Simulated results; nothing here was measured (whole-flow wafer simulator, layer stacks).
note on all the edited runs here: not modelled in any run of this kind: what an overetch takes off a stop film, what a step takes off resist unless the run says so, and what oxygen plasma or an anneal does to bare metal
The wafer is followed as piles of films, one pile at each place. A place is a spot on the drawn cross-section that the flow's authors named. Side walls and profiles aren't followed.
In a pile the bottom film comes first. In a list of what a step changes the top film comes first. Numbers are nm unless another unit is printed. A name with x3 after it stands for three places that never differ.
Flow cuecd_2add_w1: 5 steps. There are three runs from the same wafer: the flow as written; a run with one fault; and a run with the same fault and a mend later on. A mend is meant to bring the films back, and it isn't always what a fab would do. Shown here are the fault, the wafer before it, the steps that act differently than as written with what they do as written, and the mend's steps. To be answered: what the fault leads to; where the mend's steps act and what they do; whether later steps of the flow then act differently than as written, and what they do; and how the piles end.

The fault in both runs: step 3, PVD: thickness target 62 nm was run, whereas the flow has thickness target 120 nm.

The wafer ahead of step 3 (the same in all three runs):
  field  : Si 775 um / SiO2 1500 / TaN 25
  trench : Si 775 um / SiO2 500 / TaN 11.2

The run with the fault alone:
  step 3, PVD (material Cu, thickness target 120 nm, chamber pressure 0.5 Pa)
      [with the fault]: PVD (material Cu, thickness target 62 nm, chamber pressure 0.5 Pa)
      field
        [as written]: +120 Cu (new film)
        [with the fault]: +62 Cu (new film)
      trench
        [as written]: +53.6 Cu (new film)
        [with the fault]: +28.2 Cu (new film)
  None of the later steps of the flow differs from how it acts as written, at any place that is followed, by more than 2% or 0.5 nm, whichever is larger.
  The piles end different from the flow's at field, trench by more than 2% or 0.5 nm, whichever is larger.
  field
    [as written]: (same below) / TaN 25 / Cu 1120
    [with the fault]: (same below) / TaN 25 / Cu 1062
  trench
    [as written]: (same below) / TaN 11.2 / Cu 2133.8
    [with the fault]: (same below) / TaN 11.2 / Cu 2075.8

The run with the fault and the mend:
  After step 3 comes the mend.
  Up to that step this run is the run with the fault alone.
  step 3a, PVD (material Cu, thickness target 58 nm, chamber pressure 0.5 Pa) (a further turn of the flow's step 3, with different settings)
      field
        +58 Cu
      trench
        +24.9 Cu
  None of the later steps of the flow differs from how it acts as written, at any place that is followed, by more than 2% or 0.5 nm, whichever is larger.
  The piles end the same as the flow's at every place that both follow.
